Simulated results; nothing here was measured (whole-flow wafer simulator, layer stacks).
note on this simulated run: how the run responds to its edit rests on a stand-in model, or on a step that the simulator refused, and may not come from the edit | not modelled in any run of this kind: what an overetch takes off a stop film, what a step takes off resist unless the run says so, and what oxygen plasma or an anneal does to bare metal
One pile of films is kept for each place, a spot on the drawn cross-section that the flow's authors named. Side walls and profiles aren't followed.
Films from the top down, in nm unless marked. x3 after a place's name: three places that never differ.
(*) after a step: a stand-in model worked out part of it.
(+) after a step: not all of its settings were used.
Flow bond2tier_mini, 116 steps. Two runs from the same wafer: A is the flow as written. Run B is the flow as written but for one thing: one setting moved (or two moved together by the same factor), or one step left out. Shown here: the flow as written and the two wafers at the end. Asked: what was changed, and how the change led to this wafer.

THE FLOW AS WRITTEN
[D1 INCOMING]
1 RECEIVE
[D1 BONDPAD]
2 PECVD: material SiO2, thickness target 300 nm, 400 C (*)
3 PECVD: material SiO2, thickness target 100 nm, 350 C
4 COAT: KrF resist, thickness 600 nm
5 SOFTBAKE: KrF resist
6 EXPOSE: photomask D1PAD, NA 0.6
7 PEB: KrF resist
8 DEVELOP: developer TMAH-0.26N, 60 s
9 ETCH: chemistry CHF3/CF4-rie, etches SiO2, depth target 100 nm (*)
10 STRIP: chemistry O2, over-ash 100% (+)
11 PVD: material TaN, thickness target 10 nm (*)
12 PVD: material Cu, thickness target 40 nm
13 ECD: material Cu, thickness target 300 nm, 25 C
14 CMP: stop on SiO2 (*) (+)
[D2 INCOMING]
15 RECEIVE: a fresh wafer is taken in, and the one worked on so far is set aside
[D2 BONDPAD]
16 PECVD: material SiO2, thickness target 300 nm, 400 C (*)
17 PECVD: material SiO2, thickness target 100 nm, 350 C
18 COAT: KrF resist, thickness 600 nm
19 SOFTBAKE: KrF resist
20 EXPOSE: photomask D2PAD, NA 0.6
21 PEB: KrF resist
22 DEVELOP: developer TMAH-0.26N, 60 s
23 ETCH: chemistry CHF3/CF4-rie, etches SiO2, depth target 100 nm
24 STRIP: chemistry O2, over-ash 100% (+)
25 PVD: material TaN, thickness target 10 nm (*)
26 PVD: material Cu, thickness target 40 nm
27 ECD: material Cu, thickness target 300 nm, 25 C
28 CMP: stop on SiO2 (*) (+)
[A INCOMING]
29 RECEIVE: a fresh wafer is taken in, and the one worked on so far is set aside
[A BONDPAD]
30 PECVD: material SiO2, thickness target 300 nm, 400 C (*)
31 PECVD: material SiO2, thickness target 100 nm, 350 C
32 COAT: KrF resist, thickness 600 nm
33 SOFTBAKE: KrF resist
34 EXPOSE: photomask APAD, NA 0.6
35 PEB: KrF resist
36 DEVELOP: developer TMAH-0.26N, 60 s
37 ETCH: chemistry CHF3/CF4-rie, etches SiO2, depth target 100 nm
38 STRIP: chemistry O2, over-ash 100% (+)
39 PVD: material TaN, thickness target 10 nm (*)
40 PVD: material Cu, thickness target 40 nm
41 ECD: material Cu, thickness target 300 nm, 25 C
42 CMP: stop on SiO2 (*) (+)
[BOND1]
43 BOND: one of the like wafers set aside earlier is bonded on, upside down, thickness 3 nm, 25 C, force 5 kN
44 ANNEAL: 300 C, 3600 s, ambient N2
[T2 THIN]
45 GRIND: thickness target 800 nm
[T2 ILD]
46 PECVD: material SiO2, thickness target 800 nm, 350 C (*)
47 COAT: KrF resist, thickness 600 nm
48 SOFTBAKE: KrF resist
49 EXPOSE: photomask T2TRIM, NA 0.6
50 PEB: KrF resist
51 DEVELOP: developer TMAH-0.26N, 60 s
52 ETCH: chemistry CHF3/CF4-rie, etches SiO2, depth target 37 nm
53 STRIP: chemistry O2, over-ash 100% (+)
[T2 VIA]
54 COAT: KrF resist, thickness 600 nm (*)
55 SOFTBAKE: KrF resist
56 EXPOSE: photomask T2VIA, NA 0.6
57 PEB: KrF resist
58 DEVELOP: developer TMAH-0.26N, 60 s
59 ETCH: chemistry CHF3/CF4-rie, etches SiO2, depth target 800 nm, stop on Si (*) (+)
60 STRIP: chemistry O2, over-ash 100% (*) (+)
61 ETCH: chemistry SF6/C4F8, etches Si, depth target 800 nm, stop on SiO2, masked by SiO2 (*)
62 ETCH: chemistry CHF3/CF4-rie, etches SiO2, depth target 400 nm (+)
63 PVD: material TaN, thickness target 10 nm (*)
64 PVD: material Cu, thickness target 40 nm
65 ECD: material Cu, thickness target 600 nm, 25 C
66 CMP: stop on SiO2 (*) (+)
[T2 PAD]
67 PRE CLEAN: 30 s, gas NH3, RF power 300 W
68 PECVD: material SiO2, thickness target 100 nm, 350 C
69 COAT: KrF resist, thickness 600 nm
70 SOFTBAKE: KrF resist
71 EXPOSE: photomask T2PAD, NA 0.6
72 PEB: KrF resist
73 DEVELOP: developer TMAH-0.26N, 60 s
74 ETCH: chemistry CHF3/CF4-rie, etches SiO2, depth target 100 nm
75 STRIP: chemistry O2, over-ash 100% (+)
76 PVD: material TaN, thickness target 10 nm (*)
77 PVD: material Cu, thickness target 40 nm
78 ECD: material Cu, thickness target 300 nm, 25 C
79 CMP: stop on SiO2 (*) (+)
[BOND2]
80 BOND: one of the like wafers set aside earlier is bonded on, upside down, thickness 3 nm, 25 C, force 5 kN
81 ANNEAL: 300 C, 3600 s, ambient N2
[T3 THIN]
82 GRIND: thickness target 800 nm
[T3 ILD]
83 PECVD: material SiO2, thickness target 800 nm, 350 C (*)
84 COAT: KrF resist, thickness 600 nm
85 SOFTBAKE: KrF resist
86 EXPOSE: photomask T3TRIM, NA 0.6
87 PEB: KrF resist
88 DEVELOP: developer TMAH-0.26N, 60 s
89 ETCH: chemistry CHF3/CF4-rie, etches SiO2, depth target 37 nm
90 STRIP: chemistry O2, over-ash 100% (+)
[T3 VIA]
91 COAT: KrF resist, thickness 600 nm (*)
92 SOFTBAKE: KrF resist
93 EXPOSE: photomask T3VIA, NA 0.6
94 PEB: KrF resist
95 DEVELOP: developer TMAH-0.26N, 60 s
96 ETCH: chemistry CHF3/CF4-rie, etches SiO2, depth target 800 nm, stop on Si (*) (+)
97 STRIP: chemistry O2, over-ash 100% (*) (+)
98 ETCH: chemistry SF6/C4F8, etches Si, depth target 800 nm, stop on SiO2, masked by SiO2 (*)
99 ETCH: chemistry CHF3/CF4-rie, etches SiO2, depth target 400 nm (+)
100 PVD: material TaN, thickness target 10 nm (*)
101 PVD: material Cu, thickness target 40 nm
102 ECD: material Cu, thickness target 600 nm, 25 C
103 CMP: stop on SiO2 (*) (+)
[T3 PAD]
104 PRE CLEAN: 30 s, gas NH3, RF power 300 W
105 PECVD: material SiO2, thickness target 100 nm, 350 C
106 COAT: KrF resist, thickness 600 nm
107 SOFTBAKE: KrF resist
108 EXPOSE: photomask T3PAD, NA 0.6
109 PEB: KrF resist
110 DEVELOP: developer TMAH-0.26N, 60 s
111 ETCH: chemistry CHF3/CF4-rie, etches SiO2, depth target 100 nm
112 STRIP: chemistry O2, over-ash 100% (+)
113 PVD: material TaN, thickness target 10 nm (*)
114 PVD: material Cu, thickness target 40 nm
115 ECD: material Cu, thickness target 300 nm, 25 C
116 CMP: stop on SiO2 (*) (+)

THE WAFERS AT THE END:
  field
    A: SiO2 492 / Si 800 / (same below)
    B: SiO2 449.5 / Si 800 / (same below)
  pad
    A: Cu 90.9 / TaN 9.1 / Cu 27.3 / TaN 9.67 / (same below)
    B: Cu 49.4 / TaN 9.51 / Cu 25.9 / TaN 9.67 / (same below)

The cause: step 105, PECVD: thickness target 57.5 nm was run, where the flow has thickness target 100 nm.

How the change led to this, step by step:
  105 PECVD: material SiO2, thickness target 100 nm, 350 C
      field: A SiO2 +100 | B SiO2 +57.5
      pad: A SiO2 +100 (new film) | B SiO2 +57.5 (new film)
  111 ETCH: chemistry CHF3/CF4-rie, etches SiO2, depth target 100 nm
      pad: A SiO2 -100 (all of it) | B SiO2 -57.5 (all of it), Cu -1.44
      field: A KrF resist -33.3 | B KrF resist -28.8
  114 PVD: material Cu, thickness target 40 nm
      pad: A Cu +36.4 (new film) | B Cu +37.9 (new film)
  115 ECD: material Cu, thickness target 300 nm, 25 C
      pad: A Cu +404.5 | B Cu +361.6
